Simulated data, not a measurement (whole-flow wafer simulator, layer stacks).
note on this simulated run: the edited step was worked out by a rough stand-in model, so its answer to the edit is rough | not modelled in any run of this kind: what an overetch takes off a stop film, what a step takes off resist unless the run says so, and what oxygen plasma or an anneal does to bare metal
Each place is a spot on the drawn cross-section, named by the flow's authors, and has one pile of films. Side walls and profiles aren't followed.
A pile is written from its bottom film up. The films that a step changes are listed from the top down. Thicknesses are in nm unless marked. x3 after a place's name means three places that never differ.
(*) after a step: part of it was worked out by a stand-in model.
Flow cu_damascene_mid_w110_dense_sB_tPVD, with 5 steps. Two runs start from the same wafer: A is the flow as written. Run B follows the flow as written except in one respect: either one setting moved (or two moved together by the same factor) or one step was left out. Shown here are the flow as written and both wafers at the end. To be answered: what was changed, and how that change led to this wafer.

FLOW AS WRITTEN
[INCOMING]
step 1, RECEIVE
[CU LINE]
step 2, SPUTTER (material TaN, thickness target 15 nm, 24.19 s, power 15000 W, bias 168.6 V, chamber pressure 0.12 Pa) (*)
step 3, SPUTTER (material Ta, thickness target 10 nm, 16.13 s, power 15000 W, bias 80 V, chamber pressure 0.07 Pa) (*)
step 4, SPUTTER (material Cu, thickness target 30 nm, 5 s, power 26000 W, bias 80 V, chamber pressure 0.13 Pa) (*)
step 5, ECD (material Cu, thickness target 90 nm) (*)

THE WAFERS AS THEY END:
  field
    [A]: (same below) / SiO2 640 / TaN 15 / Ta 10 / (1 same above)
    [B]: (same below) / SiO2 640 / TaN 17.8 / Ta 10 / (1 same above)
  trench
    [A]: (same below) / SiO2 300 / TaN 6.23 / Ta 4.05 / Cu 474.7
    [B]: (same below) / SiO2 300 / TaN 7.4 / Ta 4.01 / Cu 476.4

What caused this: step 2, SPUTTER: 28.73 s was run, while the flow as written has 24.19 s.

Step by step, how the change led to this:
  step 2, SPUTTER (material TaN, thickness target 15 nm, 24.19 s, power 15000 W, bias 168.6 V, chamber pressure 0.12 Pa) (*)
      field: A TaN gains 15 (new film) | B TaN gains 17.8 (new film)
      trench: A TaN gains 6.23 (new film) | B TaN gains 7.4 (new film)
